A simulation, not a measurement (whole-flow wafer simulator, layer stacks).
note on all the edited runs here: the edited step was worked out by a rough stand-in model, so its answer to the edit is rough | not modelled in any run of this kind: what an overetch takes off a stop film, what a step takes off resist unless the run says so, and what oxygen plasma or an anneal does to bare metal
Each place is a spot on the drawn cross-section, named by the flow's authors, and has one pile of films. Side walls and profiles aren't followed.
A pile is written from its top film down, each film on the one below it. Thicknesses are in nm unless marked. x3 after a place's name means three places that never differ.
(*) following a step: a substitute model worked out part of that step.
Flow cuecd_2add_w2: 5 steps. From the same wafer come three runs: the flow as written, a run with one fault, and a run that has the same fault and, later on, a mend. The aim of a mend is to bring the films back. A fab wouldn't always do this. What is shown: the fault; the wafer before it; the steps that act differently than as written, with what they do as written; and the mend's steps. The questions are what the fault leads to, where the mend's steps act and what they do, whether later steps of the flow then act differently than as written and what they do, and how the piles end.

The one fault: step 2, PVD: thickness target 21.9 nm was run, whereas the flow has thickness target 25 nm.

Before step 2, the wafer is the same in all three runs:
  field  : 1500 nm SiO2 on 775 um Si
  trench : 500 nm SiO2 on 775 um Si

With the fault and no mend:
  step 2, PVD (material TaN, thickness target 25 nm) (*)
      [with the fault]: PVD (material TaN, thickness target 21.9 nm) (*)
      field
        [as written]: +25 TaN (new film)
        [with the fault]: +21.9 TaN (new film)
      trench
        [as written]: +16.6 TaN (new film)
        [with the fault]: +14.5 TaN (new film)
  Every later step of the flow that is run acts as written, at every place that is followed, to within 2% or 0.5 nm, whichever is larger.
  At field, trench, the piles at the end differ from the flow's by more than 2% or 0.5 nm, whichever is larger.
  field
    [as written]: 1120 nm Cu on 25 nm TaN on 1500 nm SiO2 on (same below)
    [with the fault]: 1120 nm Cu on 21.9 nm TaN on 1500 nm SiO2 on (same below)
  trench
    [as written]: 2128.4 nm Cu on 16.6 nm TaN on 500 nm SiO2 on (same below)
    [with the fault]: 2127.4 nm Cu on 14.5 nm TaN on 500 nm SiO2 on (same below)

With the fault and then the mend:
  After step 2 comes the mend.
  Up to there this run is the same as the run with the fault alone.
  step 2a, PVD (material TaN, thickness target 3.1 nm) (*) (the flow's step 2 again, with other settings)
      field
        +3.1 TaN
      trench
        +2.04 TaN
  Every later step of the flow that is run acts as written at every place that is followed.
  By the end, the piles equal the flow's at every place that both follow.
